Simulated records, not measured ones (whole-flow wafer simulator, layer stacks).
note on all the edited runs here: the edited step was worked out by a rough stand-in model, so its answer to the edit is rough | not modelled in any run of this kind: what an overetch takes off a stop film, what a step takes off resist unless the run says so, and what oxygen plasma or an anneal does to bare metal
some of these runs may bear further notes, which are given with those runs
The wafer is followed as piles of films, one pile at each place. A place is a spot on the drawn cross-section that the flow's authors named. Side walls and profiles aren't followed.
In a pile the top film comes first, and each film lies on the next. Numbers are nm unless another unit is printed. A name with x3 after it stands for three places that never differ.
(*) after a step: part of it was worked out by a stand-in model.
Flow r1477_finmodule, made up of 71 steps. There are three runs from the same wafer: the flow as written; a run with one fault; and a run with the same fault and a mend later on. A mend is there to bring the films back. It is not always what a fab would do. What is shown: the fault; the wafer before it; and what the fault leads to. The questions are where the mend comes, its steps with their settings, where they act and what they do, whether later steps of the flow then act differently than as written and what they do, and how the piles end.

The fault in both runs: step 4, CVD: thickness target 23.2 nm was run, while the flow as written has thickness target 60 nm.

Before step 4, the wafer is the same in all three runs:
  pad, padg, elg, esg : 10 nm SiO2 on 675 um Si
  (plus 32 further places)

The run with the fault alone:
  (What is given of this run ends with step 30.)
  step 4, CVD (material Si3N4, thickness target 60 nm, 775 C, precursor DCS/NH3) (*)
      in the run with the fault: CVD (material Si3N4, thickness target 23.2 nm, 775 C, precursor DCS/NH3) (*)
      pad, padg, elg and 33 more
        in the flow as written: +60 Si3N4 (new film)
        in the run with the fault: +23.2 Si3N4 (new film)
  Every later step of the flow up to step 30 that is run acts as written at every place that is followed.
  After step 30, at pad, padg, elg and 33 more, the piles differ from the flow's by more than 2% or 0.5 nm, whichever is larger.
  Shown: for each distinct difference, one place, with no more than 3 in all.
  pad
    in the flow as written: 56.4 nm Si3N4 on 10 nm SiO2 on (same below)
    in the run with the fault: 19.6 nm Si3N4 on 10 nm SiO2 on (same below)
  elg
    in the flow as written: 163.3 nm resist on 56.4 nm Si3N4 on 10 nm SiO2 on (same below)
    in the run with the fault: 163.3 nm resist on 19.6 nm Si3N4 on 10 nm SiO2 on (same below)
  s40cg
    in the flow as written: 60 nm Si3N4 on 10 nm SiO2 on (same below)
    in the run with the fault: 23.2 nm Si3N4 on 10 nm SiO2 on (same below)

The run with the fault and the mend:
  The mend follows step 5.
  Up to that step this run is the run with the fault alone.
  step 5a, CVD (material Si3N4, thickness target 36.8 nm, 775 C, precursor DCS/NH3) (*) (the flow's step 4 again, with other settings)
      pad, padg, elg and 33 more
        +36.8 Si3N4
  Every later step of the flow that is run acts as written at every place that is followed.
  The piles end the same as the flow's at every place that both follow.
